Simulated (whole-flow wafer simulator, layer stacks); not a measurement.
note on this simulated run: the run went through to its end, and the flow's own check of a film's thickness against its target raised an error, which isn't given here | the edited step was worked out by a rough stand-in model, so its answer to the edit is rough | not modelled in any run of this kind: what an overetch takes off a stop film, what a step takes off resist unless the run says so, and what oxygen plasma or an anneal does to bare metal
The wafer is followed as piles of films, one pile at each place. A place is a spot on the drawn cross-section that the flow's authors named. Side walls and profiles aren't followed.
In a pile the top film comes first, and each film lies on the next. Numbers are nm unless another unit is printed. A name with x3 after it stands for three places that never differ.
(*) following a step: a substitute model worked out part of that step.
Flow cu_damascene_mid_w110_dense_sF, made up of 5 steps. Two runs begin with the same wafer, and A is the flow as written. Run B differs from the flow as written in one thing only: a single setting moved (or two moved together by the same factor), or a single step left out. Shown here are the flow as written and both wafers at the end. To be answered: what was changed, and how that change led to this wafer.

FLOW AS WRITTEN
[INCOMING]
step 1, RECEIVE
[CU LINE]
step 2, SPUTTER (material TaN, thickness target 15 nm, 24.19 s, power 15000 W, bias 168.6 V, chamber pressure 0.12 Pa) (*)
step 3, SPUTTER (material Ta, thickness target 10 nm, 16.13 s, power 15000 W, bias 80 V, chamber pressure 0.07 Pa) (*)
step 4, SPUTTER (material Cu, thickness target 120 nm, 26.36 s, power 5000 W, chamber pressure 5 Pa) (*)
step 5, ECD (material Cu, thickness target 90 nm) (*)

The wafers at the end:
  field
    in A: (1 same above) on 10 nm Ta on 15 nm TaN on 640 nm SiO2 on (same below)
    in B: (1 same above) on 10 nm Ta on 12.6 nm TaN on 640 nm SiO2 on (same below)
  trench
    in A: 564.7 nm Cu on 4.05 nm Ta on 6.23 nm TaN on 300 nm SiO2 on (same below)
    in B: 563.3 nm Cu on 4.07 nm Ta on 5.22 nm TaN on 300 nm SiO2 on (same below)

Cause: step 2, SPUTTER: power 12570 W was run, while the flow as written has power 15000 W.

The path from the change to this, step by step:
  step 2, SPUTTER (material TaN, thickness target 15 nm, 24.19 s, power 15000 W, bias 168.6 V, chamber pressure 0.12 Pa) (*)
      field: A TaN gains 15 (new film) | B TaN gains 12.6 (new film)
      trench: A TaN gains 6.23 (new film) | B TaN gains 5.22 (new film)
